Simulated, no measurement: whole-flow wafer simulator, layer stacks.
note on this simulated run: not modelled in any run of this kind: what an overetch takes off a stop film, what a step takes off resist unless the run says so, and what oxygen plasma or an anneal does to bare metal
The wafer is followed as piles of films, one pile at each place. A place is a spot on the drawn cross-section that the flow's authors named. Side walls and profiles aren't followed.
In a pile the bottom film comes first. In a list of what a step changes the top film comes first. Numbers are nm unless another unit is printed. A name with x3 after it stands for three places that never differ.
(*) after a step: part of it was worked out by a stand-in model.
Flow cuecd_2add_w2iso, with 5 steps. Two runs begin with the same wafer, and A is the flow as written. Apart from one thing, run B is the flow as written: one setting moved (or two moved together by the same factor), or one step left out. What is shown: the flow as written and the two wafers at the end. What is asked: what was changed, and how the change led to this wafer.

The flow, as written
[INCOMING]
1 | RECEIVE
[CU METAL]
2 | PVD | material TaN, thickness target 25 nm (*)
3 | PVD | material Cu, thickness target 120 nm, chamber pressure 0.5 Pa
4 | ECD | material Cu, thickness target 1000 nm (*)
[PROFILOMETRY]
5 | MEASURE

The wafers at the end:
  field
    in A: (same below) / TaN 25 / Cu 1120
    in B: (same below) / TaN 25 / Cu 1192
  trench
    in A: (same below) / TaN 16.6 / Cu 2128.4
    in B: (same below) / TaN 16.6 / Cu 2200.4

What caused this: step 3, PVD: thickness target 192 nm was run, while the flow as written has thickness target 120 nm.

Step by step, how the change led to this:
  3 | PVD | material Cu, thickness target 120 nm, chamber pressure 0.5 Pa
      field: A Cu gains 120 (new film) | B Cu gains 192 (new film)
      trench: A Cu gains 80.8 (new film) | B Cu gains 128.8 (new film)
